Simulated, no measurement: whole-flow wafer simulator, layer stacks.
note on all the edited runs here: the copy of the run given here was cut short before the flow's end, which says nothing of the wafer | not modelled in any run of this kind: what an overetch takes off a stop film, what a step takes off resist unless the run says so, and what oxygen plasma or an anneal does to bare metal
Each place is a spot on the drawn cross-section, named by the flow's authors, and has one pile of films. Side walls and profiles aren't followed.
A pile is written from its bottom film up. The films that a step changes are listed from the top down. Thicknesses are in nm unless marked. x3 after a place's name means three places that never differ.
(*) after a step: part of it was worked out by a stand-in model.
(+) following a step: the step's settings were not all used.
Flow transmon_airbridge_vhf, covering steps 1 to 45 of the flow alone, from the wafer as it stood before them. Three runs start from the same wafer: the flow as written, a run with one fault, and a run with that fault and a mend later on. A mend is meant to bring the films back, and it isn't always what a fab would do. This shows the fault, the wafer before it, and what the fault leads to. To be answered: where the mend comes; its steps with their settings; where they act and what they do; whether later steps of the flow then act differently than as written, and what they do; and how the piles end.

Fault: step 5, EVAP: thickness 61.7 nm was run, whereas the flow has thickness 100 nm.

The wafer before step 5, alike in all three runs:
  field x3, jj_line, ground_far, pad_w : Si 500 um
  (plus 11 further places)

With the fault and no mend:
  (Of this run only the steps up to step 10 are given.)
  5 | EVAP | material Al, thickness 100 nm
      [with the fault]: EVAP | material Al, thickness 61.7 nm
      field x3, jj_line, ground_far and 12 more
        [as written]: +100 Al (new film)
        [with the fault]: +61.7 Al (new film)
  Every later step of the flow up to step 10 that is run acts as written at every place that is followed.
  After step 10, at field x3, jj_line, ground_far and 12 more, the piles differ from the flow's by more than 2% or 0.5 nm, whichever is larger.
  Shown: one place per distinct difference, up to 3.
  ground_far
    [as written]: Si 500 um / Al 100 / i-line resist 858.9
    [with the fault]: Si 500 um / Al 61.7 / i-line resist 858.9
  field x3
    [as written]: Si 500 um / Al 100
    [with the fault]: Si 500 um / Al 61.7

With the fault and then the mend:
  The mend follows step 10.
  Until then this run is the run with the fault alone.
  10a | STRIP | i-line resist, 80 C, 600 s (+)
      ground_far, pad_w, flank_w and 8 more
        -858.9 i-line resist (all of it)
  10b | EVAP | material Al, thickness 38.3 nm (the flow's step 5 again, with other settings)
      field x3, jj_line, ground_far and 12 more
        +38.3 Al
  10c | COAT | i-line resist, thickness 900 nm (the flow's step 6 again)
      field x3, jj_line, ground_far and 12 more
        +900 i-line resist (new film)
  10d | SOFTBAKE | i-line resist, 90 C, 90 s (the flow's step 7 again)
      does not change any film at any place that is followed
  10e | EXPOSE | i-line resist, thickness 900 nm, photomask AB CPW, dose 155.4 mJ/cm2, NA 0.45, wavelength 365 nm (*) (the flow's step 8 again)
      does not change any film at any place that is followed
  10f | PEB | i-line resist, 110 C, 60 s (the flow's step 9 again)
      field x3, jj_line, ground_far and 12 more
        -41 i-line resist
  10g | DEVELOP | i-line resist, thickness 900 nm, developer developer-B, 60 s (the flow's step 10 again)
      ground_far, pad_w, flank_w and 8 more
        -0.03 i-line resist
      field x3, jj_line, gap_w, gap_e
        -859 i-line resist (all of it)
  Every later step of the flow that is run acts as written at every place that is followed.
  At every place that both follow, the piles at the end match the flow's.
